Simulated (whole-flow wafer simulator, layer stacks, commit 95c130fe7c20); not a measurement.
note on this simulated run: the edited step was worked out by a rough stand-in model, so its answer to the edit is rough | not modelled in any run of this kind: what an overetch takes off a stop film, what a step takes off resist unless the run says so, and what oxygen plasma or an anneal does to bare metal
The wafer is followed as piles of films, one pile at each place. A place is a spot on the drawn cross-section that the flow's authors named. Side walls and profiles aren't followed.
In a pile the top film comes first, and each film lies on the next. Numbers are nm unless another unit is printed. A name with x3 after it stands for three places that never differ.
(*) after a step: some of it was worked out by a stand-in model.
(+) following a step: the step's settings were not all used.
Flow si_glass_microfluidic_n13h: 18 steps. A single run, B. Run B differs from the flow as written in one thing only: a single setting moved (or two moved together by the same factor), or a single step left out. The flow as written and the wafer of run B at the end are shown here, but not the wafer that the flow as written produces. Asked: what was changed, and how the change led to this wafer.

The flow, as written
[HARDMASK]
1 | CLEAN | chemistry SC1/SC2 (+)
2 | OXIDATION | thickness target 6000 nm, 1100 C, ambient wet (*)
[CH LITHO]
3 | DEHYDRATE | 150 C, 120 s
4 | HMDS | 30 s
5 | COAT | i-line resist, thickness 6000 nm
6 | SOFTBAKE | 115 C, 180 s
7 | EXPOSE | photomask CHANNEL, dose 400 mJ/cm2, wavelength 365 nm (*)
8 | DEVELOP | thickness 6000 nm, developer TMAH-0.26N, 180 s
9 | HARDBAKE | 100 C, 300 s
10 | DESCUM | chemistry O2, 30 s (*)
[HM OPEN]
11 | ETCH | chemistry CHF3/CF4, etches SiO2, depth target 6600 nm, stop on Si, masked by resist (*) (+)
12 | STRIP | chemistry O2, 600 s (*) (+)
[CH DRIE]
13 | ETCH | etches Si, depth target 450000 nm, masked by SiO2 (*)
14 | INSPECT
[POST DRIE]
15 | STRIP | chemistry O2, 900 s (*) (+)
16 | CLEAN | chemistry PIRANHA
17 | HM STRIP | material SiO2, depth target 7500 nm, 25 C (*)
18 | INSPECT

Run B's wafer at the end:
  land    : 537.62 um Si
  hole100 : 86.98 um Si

The reason: step 2, OXIDATION: thickness target 5400 nm was run, whereas the flow has thickness target 6000 nm.

The path from the change to this, step by step:
  2 | OXIDATION | thickness target 6000 nm, 1100 C, ambient wet (*)
      land, hole100: +5400 SiO2 (new film), -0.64 chemical SiO2 (all of it), -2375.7 Si (it would be, as written: +6000 SiO2 (new film), -0.64 chemical SiO2 (all of it), -2639.7 Si)
  11 | ETCH | chemistry CHF3/CF4, etches SiO2, depth target 6600 nm, stop on Si, masked by resist (*) (+)
      hole100: -5400 SiO2 (all of it) (it would be, as written: -6000 SiO2 (all of it))
  17 | HM STRIP | material SiO2, depth target 7500 nm, 25 C (*)
      land: -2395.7 SiO2 (all of it) (it would be, as written: -2995.7 SiO2 (all of it))
